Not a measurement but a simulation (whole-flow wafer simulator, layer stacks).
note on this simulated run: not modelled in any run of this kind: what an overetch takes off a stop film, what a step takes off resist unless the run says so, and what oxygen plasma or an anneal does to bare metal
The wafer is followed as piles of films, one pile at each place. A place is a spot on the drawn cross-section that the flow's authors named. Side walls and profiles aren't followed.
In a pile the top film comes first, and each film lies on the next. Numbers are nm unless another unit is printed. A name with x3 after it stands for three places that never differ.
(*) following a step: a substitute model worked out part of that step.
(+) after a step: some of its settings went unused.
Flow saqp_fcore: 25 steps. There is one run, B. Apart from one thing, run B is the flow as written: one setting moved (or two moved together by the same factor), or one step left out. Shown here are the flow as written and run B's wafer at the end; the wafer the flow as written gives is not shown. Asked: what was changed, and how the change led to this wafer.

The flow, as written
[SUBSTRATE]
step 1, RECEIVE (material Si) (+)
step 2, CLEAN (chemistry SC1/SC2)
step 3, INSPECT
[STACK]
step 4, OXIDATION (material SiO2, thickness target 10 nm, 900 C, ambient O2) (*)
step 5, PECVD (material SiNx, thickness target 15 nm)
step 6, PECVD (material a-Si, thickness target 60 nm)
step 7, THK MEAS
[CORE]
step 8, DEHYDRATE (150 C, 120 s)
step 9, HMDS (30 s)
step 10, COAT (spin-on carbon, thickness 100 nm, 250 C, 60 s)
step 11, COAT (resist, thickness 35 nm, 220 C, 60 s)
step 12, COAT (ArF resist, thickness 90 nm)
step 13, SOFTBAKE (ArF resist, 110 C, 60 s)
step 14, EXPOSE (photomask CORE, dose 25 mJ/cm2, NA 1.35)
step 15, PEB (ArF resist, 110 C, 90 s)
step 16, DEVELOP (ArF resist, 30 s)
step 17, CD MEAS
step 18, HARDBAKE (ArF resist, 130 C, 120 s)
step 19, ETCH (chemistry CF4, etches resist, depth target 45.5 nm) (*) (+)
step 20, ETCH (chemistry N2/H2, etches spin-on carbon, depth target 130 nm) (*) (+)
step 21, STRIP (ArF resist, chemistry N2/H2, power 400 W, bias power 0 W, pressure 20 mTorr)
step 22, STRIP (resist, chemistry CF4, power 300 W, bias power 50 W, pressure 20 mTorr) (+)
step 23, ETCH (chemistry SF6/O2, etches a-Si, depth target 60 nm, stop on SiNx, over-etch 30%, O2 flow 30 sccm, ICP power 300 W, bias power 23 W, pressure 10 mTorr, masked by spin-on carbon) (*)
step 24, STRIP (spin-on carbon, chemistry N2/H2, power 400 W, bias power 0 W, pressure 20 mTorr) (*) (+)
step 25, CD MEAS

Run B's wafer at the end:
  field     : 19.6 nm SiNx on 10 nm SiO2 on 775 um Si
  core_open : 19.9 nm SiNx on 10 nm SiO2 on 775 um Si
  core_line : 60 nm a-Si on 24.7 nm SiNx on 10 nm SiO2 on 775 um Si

Cause: step 5, PECVD: thickness target 24.7 nm was run, whereas the flow has thickness target 15 nm.
The wafer itself shows it: core_line has SiNx 24.7, and step 5 as written asks for 15 nm.

Step by step, how the change led to this:
  step 5, PECVD (material SiNx, thickness target 15 nm)
      field, core_open, core_line: SiNx gains 24.7 (new film) (it would be, as written: SiNx gains 15 (new film))
